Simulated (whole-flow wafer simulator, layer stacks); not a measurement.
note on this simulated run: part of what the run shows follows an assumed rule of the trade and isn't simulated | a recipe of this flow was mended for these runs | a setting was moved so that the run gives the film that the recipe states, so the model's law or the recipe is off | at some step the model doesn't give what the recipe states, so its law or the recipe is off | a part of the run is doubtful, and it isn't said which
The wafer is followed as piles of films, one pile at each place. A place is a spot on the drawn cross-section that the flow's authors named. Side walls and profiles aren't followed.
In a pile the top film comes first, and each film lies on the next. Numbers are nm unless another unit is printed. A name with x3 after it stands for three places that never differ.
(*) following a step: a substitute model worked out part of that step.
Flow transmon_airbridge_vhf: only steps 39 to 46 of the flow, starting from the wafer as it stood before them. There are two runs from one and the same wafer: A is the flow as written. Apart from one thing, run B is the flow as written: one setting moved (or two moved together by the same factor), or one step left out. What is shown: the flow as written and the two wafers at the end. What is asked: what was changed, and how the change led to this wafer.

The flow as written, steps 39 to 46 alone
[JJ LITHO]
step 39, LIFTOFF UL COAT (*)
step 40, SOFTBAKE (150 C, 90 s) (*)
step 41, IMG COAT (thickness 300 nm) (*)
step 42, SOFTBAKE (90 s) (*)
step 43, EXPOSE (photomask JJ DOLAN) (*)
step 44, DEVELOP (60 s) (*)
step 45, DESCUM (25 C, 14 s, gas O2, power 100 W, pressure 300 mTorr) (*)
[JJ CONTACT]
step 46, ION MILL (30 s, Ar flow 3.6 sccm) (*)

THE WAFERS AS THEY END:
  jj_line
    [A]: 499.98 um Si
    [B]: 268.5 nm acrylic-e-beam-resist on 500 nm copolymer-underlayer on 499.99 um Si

What caused this: step 44, DEVELOP: 60 s (*), was not run.

Step by step, how the change led to this:
  step 45, DESCUM (25 C, 14 s, gas O2, power 100 W, pressure 300 mTorr) (*)
      jj_line: A nothing | B acrylic-e-beam-resist loses 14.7
  step 46, ION MILL (30 s, Ar flow 3.6 sccm) (*)
      jj_line: A Si loses 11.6 | B acrylic-e-beam-resist loses 16.8
